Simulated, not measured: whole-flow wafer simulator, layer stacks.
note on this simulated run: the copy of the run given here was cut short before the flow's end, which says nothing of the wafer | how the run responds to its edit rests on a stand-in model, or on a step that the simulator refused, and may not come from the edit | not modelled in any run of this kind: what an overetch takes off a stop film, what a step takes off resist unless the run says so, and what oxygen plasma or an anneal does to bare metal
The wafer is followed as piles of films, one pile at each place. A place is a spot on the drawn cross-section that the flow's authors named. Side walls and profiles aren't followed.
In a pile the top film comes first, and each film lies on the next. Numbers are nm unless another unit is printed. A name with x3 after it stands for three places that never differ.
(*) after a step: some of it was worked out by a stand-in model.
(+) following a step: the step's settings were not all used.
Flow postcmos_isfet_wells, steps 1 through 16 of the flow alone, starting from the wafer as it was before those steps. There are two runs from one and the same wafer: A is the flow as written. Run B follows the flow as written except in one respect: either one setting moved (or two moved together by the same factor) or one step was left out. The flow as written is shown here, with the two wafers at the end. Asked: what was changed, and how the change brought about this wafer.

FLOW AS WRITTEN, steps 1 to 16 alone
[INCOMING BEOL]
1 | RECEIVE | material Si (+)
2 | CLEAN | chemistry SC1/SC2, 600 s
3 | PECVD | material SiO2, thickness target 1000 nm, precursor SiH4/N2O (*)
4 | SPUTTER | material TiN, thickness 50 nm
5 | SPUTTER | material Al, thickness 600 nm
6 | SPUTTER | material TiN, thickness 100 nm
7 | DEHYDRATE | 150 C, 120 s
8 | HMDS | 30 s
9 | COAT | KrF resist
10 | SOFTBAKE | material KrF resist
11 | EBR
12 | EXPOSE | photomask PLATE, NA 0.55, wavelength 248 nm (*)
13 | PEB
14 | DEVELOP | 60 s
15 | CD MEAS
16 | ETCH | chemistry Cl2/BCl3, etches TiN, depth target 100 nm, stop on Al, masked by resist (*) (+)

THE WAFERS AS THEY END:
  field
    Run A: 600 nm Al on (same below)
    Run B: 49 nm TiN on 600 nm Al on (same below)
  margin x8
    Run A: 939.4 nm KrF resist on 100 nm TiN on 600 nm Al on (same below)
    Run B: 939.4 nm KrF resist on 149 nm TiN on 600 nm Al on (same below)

Cause: step 6, SPUTTER: thickness 149 nm was run, while the flow as written has thickness 100 nm.
The wafer itself shows it: margin x8 has TiN 149, and step 6 as written asks for 100 nm.

The path from the change to this, step by step:
  6 | SPUTTER | material TiN, thickness 100 nm
      field, margin x8: A +100 TiN (new film) | B +149 TiN (new film)
  16 | ETCH | chemistry Cl2/BCl3, etches TiN, depth target 100 nm, stop on Al, masked by resist (*) (+)
      field: A -100 TiN (all of it) | B -100 TiN
